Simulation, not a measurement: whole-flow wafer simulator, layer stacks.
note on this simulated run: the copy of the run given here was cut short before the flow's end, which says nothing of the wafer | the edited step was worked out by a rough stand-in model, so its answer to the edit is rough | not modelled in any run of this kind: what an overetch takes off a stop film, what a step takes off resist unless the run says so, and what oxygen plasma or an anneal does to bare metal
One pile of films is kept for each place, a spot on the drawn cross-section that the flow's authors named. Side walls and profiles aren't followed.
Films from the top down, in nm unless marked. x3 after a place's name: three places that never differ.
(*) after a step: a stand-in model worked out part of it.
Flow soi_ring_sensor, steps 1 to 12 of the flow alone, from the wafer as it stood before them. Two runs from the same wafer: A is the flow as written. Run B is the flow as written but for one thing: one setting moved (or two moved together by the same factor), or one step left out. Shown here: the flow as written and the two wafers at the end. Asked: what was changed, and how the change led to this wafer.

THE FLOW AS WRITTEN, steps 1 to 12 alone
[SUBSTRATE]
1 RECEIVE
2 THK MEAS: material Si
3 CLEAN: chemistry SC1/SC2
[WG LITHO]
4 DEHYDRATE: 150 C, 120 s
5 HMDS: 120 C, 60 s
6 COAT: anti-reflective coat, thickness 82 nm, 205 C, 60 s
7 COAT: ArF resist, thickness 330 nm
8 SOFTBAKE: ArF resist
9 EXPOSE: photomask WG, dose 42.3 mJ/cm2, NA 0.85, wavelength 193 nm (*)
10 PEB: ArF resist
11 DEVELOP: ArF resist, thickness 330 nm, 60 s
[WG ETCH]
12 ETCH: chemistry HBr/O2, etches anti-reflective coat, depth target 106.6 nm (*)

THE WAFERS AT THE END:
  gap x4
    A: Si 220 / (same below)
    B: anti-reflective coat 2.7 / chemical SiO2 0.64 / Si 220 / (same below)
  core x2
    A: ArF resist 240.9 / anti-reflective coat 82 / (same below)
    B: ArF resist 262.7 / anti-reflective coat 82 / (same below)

The cause: step 12, ETCH: depth target 79.3 nm was run, where the flow has depth target 106.6 nm.

How the change led to this, step by step:
  12 ETCH: chemistry HBr/O2, etches anti-reflective coat, depth target 106.6 nm (*)
      gap x4: A anti-reflective coat -82 (all of it), chemical SiO2 -0.64 (all of it) | B anti-reflective coat -79.3
      core x2: A ArF resist -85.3 | B ArF resist -63.4
